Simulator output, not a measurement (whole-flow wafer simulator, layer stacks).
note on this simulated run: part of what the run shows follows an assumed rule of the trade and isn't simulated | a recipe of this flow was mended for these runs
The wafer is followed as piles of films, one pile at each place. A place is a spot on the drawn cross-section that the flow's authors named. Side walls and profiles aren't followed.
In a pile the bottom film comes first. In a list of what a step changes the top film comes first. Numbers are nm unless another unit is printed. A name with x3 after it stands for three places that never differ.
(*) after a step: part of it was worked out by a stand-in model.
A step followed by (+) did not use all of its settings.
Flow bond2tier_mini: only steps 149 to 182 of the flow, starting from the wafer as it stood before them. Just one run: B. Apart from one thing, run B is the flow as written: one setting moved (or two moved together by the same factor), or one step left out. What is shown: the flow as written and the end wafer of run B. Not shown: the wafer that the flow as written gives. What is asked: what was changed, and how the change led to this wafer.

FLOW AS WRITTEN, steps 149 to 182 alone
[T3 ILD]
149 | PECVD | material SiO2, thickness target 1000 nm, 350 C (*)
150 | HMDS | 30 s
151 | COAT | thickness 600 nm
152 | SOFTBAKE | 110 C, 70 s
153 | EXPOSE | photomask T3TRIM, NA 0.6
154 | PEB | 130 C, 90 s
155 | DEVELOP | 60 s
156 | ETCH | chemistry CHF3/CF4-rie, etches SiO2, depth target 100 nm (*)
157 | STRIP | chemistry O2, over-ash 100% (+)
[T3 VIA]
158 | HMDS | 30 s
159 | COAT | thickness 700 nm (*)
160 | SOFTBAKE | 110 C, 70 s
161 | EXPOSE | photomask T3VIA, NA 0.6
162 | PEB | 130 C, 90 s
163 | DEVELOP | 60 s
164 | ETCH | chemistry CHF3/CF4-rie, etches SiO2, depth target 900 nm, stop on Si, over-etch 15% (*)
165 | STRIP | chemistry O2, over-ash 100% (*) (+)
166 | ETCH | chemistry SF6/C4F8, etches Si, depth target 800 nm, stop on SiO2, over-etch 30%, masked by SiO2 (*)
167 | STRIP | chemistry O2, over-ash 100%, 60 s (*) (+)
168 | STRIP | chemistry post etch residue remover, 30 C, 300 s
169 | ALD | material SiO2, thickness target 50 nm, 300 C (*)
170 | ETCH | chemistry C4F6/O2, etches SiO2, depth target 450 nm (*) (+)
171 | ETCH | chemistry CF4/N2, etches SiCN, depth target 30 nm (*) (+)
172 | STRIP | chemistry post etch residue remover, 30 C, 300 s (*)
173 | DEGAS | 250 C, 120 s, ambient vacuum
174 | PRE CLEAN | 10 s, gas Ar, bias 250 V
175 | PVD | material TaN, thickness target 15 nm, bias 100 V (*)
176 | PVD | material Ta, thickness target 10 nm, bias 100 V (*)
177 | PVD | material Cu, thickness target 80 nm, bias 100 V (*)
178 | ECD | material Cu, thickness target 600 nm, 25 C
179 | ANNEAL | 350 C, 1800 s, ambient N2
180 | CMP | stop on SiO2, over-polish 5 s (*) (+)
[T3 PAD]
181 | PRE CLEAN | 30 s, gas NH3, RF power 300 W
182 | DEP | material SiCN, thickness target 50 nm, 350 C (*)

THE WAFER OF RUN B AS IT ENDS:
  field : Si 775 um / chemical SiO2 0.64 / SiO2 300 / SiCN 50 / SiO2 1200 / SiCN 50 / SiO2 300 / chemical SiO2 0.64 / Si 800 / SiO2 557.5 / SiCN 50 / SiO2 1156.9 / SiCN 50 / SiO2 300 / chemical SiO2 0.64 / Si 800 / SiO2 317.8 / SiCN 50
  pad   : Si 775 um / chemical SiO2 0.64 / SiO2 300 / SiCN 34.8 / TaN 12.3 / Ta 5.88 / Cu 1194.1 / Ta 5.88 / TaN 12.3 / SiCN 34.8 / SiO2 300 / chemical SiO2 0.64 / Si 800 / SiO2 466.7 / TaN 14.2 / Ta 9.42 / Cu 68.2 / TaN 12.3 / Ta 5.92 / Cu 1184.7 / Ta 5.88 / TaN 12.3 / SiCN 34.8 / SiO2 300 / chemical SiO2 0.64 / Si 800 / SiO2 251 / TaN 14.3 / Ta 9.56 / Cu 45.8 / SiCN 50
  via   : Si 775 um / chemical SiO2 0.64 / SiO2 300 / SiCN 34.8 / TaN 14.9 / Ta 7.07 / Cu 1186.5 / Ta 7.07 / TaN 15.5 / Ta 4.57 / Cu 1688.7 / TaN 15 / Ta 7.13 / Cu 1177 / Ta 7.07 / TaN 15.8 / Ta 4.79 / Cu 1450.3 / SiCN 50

Cause: step 149, PECVD: thickness target 760 nm was run, though the flow has thickness target 1000 nm; step 156, ETCH: depth target 76 nm was run, where the flow has depth target 100 nm.

The path from the change to this, step by step:
  149 | PECVD | material SiO2, thickness target 1000 nm, 350 C (*)
      field, pad, via: +760 SiO2 (new film) (it would be, as written: +1000 SiO2 (new film))
  156 | ETCH | chemistry CHF3/CF4-rie, etches SiO2, depth target 100 nm (*)
      pad, via: -76 SiO2 (it would be, as written: -100 SiO2)
      field: -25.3 thick-KrF-resist (it would be, as written: -33.3 thick-KrF-resist)
  164 | ETCH | chemistry CHF3/CF4-rie, etches SiO2, depth target 900 nm, stop on Si, over-etch 15% (*)
      field, pad: -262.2 thick-KrF-resist (it would be, as written: -345 thick-KrF-resist)
      via: -684 SiO2 (all of it), -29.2 Si (it would be, as written: -900 SiO2 (all of it), -11.2 Si)
  165 | STRIP | chemistry O2, over-ash 100% (*) (+)
      field: -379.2 thick-KrF-resist (all of it) (it would be, as written: -286.6 thick-KrF-resist (all of it))
      pad: -445.5 thick-KrF-resist (all of it) (it would be, as written: -372.9 thick-KrF-resist (all of it))
  166 | ETCH | chemistry SF6/C4F8, etches Si, depth target 800 nm, stop on SiO2, over-etch 30%, masked by SiO2 (*)
      via: -770.8 Si (all of it), -0.64 chemical SiO2 (all of it), -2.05 SiO2 (it would be, as written: -788.8 Si (all of it), -0.64 chemical SiO2 (all of it), -1.87 SiO2)
  177 | PVD | material Cu, thickness target 80 nm, bias 100 V (*)
      via: +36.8 Cu (new film) (it would be, as written: +35 Cu (new film))
  178 | ECD | material Cu, thickness target 600 nm, 25 C
      pad: +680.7 Cu (it would be, as written: +706.1 Cu)
      via: +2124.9 Cu (it would be, as written: +2367 Cu)
